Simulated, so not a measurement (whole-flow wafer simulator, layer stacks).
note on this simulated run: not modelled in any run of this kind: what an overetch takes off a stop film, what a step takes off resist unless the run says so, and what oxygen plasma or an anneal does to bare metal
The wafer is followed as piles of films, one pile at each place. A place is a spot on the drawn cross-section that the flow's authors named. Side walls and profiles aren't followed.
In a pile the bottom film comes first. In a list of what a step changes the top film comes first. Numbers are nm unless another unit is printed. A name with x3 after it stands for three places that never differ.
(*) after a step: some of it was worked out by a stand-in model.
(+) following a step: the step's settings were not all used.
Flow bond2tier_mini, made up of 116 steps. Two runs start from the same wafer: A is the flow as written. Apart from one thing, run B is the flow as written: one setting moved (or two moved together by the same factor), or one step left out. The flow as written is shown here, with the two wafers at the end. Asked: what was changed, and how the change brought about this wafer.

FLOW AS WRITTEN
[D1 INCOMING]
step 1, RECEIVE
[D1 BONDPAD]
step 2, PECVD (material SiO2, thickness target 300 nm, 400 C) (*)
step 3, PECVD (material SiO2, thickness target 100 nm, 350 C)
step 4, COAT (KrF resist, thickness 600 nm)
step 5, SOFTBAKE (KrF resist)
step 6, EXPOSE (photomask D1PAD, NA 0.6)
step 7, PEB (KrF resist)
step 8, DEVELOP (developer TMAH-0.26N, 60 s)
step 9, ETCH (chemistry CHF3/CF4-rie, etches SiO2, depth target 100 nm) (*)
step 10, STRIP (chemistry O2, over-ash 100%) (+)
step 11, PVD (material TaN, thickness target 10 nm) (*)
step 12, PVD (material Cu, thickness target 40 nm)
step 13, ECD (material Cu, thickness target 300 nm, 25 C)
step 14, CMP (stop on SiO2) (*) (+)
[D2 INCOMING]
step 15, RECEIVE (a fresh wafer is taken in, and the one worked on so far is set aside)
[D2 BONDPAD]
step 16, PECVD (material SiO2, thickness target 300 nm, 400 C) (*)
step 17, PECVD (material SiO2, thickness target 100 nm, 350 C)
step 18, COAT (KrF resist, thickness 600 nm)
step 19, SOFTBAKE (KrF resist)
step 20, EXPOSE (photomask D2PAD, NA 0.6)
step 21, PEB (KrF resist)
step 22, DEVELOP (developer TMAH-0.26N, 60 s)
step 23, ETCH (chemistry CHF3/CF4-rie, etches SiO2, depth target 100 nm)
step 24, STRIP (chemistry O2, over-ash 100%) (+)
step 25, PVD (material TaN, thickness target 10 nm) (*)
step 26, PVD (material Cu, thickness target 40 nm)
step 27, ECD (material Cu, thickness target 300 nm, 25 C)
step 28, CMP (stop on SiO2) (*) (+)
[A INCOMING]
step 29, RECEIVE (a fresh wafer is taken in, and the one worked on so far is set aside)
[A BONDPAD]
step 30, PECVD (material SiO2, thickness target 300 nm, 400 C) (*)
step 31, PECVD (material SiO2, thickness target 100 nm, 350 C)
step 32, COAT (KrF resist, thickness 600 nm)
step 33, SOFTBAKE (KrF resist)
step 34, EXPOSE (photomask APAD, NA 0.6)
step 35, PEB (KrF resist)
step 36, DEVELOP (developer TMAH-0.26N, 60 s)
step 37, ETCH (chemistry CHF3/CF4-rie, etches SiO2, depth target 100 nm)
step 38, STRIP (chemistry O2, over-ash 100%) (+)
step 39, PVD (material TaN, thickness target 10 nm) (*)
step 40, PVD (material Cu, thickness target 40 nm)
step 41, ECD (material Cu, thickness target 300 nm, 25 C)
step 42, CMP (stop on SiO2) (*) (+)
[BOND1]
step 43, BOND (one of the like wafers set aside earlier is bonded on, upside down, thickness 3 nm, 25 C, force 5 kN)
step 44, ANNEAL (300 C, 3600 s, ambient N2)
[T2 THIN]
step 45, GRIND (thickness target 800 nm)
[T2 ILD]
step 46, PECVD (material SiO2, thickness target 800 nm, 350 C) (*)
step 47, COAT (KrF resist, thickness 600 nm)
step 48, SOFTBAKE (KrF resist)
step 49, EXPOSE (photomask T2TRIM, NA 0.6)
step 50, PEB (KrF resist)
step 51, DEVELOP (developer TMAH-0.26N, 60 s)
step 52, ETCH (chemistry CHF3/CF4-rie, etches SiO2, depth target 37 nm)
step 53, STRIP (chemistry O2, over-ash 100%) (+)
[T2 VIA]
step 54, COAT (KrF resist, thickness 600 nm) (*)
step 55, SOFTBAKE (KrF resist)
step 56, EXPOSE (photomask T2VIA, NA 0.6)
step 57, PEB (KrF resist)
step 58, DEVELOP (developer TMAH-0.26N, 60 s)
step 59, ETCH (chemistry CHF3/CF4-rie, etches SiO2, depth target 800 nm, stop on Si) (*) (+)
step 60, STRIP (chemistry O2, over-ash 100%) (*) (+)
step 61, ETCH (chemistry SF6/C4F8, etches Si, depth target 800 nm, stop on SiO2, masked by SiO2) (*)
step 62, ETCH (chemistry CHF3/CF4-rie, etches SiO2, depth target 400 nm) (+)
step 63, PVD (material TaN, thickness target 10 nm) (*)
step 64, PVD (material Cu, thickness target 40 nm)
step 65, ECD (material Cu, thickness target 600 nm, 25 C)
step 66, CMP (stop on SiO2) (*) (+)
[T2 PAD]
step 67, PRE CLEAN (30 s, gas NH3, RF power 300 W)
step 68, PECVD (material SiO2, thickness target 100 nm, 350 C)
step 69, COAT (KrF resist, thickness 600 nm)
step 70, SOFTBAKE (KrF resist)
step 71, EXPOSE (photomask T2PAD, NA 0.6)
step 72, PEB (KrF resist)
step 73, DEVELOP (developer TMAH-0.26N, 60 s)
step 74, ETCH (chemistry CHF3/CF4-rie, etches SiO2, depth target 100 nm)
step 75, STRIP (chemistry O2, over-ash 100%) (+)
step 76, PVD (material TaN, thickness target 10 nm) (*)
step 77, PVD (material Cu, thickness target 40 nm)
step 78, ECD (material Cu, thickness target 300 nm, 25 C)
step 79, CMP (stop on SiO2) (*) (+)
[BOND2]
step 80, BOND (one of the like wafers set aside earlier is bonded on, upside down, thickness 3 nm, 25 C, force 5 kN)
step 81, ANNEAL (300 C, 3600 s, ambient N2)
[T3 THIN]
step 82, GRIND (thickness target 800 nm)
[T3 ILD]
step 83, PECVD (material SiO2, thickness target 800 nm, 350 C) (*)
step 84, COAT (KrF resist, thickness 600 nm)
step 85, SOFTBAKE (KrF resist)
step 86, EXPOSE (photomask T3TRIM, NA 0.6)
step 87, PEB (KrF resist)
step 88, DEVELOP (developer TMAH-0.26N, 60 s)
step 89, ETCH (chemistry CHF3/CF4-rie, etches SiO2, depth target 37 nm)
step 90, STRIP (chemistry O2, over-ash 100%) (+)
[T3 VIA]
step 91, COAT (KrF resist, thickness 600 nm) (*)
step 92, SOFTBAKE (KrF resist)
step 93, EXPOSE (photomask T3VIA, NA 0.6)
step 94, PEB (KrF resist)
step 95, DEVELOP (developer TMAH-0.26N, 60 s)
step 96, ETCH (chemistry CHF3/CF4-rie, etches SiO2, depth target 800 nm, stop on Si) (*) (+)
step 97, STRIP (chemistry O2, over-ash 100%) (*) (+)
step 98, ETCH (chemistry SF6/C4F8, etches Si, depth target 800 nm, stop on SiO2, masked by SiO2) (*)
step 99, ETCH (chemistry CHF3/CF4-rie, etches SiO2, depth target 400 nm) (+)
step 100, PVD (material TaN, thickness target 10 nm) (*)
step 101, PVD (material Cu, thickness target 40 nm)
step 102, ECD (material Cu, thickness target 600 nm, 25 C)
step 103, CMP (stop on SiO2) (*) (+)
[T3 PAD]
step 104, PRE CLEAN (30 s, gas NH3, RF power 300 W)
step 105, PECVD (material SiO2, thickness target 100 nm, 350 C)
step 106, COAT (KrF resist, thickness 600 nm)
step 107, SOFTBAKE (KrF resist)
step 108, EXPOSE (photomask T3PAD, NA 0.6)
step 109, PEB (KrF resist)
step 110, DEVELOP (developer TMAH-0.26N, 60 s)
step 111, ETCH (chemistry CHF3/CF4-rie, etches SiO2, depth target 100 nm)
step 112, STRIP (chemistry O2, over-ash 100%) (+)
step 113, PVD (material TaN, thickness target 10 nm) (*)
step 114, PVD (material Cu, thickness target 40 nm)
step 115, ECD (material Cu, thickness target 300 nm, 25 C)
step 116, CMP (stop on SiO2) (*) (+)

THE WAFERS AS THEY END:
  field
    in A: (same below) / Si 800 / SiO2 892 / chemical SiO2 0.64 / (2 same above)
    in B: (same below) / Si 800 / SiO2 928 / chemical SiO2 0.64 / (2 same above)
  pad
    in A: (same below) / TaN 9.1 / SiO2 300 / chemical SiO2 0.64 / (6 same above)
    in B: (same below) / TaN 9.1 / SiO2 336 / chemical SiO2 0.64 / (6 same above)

What caused this: step 17, PECVD: thickness target 136 nm was run, though the flow has thickness target 100 nm.

The path from the change to this, step by step:
  step 17, PECVD (material SiO2, thickness target 100 nm, 350 C)
      field, pad, via: A +100 SiO2 | B +136 SiO2
  step 80, BOND (one of the like wafers set aside earlier is bonded on, upside down, thickness 3 nm, 25 C, force 5 kN)
      field: A +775 um Si (new film), +0.64 chemical SiO2 (new film), +400 SiO2 | B +775 um Si (new film), +0.64 chemical SiO2 (new film), +436 SiO2
      pad: A +775 um Si (new film), +0.64 chemical SiO2 (new film), +300 SiO2 (new film), +9.1 TaN (new film), +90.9 Cu | B +775 um Si (new film), +0.64 chemical SiO2 (new film), +336 SiO2 (new film), +9.1 TaN (new film), +90.9 Cu
